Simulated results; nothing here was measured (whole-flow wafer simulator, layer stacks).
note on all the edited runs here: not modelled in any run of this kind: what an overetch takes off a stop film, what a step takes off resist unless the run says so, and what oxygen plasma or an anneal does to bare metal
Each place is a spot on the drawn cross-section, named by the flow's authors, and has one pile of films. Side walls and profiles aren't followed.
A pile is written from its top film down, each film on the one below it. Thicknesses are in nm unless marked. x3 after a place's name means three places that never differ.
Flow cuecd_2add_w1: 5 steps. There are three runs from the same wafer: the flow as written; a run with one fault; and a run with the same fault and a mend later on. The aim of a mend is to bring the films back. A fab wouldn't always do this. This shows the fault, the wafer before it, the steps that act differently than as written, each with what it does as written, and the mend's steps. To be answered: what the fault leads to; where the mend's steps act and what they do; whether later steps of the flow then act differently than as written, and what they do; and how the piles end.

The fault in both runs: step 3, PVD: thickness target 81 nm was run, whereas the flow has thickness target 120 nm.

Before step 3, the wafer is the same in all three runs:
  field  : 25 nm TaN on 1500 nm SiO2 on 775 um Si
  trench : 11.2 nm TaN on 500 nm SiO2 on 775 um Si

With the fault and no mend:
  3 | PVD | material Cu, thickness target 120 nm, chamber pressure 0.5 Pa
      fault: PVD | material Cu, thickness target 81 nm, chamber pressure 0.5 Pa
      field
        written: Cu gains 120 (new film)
        fault: Cu gains 81 (new film)
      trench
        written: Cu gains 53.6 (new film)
        fault: Cu gains 36.6 (new film)
  None of the later steps of the flow differs from how it acts as written, at any place that is followed, by more than 2% or 0.5 nm, whichever is larger.
  The piles end different from the flow's at field by more than 2% or 0.5 nm, whichever is larger.
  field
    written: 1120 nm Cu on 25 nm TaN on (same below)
    fault: 1081 nm Cu on 25 nm TaN on (same below)

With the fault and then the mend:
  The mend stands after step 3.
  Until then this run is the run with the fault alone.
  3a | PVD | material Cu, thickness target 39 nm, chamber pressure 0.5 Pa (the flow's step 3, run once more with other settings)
      field
        Cu gains 39
      trench
        Cu gains 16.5
  None of the later steps of the flow differs from how it acts as written, at any place that is followed, by more than 2% or 0.5 nm, whichever is larger.
  The piles end the same as the flow's at every place that both follow.
